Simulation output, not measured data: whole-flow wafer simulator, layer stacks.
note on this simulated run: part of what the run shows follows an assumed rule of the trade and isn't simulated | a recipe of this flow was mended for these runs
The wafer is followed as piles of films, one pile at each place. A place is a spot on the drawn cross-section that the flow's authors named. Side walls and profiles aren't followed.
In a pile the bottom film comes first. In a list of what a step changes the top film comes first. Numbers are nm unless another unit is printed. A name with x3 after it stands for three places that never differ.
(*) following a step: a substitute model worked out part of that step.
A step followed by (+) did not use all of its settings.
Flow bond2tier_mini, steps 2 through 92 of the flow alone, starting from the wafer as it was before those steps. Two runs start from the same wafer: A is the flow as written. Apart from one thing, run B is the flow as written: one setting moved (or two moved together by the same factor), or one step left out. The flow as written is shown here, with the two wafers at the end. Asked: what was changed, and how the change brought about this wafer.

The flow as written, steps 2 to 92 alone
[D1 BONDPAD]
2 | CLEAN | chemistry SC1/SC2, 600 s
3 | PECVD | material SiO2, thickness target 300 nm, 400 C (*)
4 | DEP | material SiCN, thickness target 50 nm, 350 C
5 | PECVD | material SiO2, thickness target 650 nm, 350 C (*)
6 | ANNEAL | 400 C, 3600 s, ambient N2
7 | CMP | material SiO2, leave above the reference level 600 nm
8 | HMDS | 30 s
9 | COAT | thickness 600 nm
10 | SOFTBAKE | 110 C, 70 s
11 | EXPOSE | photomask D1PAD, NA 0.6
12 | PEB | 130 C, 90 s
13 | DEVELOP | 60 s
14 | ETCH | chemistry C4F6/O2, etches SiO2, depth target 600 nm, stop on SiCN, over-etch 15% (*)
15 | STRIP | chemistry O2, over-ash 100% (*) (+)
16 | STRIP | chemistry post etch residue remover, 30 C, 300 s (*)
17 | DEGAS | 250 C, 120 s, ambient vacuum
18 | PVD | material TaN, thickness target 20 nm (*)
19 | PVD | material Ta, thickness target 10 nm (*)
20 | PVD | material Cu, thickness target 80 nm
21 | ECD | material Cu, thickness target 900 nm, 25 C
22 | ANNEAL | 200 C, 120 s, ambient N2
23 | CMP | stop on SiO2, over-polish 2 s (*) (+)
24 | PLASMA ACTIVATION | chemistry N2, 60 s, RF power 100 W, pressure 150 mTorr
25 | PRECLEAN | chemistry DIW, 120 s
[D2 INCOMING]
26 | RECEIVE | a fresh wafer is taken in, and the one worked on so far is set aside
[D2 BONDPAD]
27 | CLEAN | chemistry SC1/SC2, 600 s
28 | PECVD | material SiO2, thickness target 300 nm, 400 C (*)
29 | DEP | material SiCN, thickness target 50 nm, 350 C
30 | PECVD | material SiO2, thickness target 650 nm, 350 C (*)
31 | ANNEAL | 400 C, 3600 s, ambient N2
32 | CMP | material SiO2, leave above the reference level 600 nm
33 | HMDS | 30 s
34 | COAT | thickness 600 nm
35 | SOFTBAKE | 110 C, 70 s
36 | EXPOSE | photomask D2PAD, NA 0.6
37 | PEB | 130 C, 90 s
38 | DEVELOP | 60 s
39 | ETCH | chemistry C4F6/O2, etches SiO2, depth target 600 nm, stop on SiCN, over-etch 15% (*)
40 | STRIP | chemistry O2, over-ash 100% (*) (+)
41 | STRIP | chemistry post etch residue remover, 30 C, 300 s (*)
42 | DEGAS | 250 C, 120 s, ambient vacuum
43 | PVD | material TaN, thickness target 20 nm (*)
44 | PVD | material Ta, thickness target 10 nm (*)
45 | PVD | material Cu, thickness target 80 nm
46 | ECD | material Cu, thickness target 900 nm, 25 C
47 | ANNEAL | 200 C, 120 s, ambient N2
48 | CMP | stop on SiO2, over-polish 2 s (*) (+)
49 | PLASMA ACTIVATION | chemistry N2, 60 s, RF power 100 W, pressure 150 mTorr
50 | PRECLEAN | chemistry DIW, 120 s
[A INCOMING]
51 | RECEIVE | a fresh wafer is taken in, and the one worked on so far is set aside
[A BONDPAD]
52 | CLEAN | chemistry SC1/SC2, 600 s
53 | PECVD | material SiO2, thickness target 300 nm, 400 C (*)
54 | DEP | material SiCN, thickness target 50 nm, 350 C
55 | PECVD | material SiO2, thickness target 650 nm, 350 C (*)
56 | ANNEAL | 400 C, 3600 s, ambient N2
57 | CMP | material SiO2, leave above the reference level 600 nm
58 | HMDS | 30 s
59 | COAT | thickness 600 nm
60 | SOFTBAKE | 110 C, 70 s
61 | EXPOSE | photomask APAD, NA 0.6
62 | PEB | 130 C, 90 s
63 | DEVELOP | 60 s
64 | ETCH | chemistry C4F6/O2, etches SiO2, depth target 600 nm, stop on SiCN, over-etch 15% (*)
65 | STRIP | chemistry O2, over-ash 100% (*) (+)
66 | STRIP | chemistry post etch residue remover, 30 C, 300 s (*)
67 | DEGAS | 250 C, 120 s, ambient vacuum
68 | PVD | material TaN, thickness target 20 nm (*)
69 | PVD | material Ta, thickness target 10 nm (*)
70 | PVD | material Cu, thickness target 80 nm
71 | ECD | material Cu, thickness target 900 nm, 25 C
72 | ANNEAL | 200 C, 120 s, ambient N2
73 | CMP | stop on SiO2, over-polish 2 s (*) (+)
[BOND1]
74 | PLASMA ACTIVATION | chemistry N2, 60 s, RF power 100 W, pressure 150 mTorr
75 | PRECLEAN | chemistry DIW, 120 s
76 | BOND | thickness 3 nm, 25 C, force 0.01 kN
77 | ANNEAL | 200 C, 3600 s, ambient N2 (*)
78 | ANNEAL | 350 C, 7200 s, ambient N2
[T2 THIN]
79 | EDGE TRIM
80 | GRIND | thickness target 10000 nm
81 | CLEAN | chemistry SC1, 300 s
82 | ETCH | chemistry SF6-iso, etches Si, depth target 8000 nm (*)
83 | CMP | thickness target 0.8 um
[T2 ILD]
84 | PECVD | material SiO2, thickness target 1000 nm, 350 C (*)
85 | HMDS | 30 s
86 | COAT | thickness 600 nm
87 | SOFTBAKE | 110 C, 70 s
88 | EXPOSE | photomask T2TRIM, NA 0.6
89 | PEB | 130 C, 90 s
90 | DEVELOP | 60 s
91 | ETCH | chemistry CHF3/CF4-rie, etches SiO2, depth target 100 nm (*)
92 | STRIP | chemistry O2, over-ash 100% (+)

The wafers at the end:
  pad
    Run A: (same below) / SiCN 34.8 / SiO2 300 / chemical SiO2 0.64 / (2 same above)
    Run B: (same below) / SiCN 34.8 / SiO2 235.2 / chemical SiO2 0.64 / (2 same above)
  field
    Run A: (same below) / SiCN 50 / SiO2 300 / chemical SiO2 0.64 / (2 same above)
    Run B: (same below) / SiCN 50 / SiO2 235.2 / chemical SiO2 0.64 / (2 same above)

What caused this: step 3, PECVD: thickness target 235.2 nm was run, whereas the flow has thickness target 300 nm.
One can read it off the wafer: pad has SiO2 235.2, and step 3 as written asks for 300 nm.

How this came from the change, step by step:
  3 | PECVD | material SiO2, thickness target 300 nm, 400 C (*)
      field, pad, via: A SiO2 gains 300 (new film) | B SiO2 gains 235.2 (new film)
  76 | BOND | thickness 3 nm, 25 C, force 0.01 kN
      field: A Si gains 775 um (new film), chemical SiO2 gains 0.64 (new film), SiO2 gains 300 (new film), SiCN gains 50 (new film), SiO2 gains 600 | B Si gains 775 um (new film), chemical SiO2 gains 0.64 (new film), SiO2 gains 235.2 (new film), SiCN gains 50 (new film), SiO2 gains 600
      pad: A Si gains 775 um (new film), chemical SiO2 gains 0.64 (new film), SiO2 gains 300 (new film), SiCN gains 34.8 (new film), TaN gains 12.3 (new film), Ta gains 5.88 (new film), Cu gains 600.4 | B Si gains 775 um (new film), chemical SiO2 gains 0.64 (new film), SiO2 gains 235.2 (new film), SiCN gains 34.8 (new film), TaN gains 12.3 (new film), Ta gains 5.88 (new film), Cu gains 600.4
      (as well as at 1 more place)
